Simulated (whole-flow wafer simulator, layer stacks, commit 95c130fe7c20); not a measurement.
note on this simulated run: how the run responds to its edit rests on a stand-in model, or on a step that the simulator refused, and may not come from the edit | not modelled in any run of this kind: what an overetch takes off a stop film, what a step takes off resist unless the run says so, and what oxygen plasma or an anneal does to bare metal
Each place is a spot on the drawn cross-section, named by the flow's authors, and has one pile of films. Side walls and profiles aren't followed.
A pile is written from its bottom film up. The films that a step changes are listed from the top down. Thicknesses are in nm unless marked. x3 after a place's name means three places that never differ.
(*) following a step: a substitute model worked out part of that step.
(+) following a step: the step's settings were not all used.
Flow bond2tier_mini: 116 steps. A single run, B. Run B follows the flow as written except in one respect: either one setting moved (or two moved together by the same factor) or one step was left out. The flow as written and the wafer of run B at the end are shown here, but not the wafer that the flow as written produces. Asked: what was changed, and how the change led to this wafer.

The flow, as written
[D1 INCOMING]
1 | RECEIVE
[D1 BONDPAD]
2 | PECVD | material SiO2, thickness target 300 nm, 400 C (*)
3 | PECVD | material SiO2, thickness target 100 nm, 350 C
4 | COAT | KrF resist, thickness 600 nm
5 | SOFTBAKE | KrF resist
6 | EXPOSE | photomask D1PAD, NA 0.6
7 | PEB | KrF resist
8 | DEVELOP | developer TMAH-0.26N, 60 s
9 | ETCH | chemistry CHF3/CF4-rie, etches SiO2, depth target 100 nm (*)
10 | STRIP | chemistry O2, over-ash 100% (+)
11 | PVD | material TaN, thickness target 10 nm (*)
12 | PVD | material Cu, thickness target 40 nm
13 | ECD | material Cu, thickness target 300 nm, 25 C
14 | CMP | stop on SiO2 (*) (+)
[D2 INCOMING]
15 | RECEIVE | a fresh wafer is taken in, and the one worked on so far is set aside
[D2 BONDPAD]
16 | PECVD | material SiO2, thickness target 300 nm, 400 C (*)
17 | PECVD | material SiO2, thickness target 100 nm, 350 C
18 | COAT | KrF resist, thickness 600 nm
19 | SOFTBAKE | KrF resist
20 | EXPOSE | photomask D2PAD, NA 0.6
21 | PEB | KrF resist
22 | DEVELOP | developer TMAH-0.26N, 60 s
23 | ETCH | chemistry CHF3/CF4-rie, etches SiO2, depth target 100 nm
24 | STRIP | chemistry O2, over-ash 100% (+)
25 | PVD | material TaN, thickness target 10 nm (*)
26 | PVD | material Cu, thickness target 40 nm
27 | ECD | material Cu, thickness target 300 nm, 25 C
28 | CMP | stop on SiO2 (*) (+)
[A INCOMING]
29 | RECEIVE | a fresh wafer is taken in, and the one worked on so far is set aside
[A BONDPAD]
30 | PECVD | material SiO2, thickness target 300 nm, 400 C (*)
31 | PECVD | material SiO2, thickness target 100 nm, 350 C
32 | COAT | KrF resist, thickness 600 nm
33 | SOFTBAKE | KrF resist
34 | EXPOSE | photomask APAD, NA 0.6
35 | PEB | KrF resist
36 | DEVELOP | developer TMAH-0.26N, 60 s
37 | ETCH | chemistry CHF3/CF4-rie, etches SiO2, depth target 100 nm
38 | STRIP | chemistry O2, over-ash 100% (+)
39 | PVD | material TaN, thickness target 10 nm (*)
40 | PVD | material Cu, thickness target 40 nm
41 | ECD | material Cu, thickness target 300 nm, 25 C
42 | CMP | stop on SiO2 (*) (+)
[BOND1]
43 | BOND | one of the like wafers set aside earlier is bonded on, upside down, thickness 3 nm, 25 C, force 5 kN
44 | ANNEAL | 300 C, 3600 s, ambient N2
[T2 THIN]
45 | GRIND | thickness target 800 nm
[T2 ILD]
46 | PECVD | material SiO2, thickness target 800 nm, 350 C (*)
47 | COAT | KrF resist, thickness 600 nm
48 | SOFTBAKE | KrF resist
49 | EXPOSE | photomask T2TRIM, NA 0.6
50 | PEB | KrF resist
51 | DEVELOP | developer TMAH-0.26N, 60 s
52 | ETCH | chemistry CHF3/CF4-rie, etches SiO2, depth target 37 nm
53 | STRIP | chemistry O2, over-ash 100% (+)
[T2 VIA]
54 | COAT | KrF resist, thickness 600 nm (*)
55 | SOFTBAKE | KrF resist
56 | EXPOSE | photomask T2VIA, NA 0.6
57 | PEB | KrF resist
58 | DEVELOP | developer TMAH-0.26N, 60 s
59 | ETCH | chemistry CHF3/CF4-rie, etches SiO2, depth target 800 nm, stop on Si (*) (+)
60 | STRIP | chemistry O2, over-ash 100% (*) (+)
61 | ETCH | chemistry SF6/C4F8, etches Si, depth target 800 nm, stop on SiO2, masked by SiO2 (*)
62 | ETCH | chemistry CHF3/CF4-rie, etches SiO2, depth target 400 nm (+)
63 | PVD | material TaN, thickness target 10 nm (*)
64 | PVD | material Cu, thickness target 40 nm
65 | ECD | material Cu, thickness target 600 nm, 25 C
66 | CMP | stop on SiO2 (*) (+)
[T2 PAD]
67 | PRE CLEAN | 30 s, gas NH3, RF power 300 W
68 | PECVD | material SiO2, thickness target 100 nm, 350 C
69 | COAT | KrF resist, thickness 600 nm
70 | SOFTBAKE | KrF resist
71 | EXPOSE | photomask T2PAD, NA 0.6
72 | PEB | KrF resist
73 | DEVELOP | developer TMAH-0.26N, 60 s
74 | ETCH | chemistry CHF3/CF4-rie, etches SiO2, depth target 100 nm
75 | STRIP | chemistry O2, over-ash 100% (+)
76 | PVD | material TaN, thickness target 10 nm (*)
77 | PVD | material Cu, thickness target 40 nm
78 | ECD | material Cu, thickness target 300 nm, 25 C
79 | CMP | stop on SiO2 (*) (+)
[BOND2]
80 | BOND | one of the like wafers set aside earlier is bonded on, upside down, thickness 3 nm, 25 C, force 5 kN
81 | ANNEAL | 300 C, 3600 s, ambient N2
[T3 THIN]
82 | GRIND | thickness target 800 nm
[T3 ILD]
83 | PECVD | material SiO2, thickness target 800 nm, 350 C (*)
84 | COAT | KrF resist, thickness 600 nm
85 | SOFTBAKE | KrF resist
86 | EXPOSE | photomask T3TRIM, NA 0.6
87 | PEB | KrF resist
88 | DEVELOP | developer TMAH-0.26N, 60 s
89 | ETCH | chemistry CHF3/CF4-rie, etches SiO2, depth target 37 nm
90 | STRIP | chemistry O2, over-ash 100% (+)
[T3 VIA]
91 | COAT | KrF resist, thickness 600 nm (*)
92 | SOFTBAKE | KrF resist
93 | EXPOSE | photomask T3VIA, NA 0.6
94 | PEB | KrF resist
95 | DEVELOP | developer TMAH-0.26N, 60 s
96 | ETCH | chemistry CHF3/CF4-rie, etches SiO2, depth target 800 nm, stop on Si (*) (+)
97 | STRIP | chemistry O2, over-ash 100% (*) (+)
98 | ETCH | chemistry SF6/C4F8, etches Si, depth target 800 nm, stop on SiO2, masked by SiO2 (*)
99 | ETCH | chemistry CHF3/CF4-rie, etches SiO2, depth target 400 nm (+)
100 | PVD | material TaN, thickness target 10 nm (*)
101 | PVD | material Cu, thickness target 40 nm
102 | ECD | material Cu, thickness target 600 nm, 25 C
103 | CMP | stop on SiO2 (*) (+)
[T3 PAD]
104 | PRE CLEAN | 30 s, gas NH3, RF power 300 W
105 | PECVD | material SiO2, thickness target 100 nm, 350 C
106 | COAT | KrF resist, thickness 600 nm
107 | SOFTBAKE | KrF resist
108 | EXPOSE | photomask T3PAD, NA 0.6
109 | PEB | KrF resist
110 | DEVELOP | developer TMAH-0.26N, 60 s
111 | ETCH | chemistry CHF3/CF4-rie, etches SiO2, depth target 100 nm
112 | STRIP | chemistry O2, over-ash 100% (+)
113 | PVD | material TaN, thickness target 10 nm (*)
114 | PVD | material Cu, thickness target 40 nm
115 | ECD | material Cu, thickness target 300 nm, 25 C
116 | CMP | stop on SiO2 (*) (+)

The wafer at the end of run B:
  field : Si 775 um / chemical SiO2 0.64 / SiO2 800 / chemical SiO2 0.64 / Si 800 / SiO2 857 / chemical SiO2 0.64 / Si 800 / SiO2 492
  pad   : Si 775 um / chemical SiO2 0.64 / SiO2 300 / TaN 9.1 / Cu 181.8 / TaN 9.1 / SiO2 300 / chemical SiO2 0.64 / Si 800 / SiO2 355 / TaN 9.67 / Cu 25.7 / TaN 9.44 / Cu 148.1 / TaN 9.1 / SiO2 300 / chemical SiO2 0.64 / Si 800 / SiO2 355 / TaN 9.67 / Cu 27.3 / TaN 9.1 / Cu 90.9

The reason: step 68, PECVD: thickness target 65 nm was run, though the flow has thickness target 100 nm.

How this came from the change, step by step:
  68 | PECVD | material SiO2, thickness target 100 nm, 350 C
      field: SiO2 gains 65 (it would be, as written: SiO2 gains 100)
      pad: SiO2 gains 65 (new film) (it would be, as written: SiO2 gains 100 (new film))
  74 | ETCH | chemistry CHF3/CF4-rie, etches SiO2, depth target 100 nm
      pad: SiO2 loses 65 (all of it), Cu loses 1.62 (it would be, as written: SiO2 loses 100 (all of it))
      field: KrF resist loses 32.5 (it would be, as written: KrF resist loses 33.3)
  77 | PVD | material Cu, thickness target 40 nm
      pad: Cu gains 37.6 (new film) (it would be, as written: Cu gains 36.4 (new film))
  78 | ECD | material Cu, thickness target 300 nm, 25 C
      pad: Cu gains 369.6 (it would be, as written: Cu gains 404.5)
